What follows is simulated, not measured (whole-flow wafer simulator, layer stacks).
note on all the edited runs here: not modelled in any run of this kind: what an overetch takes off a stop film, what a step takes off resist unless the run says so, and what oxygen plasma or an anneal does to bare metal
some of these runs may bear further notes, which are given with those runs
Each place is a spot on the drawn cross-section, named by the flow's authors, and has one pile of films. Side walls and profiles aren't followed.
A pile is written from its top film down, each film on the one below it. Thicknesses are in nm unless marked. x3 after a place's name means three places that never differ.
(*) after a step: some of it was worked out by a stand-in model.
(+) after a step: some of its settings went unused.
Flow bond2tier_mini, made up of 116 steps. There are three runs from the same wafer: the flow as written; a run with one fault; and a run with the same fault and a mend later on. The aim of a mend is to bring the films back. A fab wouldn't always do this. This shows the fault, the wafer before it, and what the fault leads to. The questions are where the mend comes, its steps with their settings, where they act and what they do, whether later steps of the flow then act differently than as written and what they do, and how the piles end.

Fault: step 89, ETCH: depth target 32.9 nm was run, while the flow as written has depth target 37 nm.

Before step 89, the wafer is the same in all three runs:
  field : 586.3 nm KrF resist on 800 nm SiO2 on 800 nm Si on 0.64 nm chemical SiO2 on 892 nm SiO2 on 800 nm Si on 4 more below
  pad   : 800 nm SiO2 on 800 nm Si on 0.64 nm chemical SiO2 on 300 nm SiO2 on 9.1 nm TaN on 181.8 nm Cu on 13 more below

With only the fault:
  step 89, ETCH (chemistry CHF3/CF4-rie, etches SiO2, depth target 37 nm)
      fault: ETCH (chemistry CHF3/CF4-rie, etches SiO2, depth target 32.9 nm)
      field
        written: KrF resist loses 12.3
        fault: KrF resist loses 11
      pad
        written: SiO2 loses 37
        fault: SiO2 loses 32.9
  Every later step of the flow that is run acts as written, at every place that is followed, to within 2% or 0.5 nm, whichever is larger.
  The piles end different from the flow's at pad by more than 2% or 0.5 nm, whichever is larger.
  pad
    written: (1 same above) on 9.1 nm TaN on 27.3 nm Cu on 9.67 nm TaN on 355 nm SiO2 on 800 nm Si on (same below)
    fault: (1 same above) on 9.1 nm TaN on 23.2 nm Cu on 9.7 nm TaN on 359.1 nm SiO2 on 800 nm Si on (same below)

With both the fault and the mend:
  The mend follows step 90.
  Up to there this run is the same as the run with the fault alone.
  step 90a, COAT (KrF resist, thickness 600 nm) (*) (a further turn of the flow's step 84)
      field
        KrF resist gains 586 (new film)
      pad
        KrF resist gains 614.5 (new film)
  step 90b, SOFTBAKE (KrF resist) (a further turn of the flow's step 85)
      leaves every film unchanged at each place that is followed
  step 90c, EXPOSE (photomask T3TRIM, NA 0.6) (a further turn of the flow's step 86)
      leaves every film unchanged at each place that is followed
  step 90d, PEB (KrF resist) (a further turn of the flow's step 87)
      leaves every film unchanged at each place that is followed
  step 90e, DEVELOP (developer TMAH-0.26N, 60 s) (a further turn of the flow's step 88)
      field
        KrF resist loses 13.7
      pad
        KrF resist loses 614.5 (all of it)
  step 90f, ETCH (chemistry CHF3/CF4-rie, etches SiO2, depth target 4.1 nm) (a further turn of the flow's step 89, with different settings)
      field
        KrF resist loses 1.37
      pad
        SiO2 loses 4.1
  step 90g, STRIP (chemistry O2, over-ash 100%) (+) (a further turn of the flow's step 90)
      field
        KrF resist loses 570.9 (all of it)
  Every later step of the flow that is run acts as written at every place that is followed.
  The piles end the same as the flow's at every place that both follow.
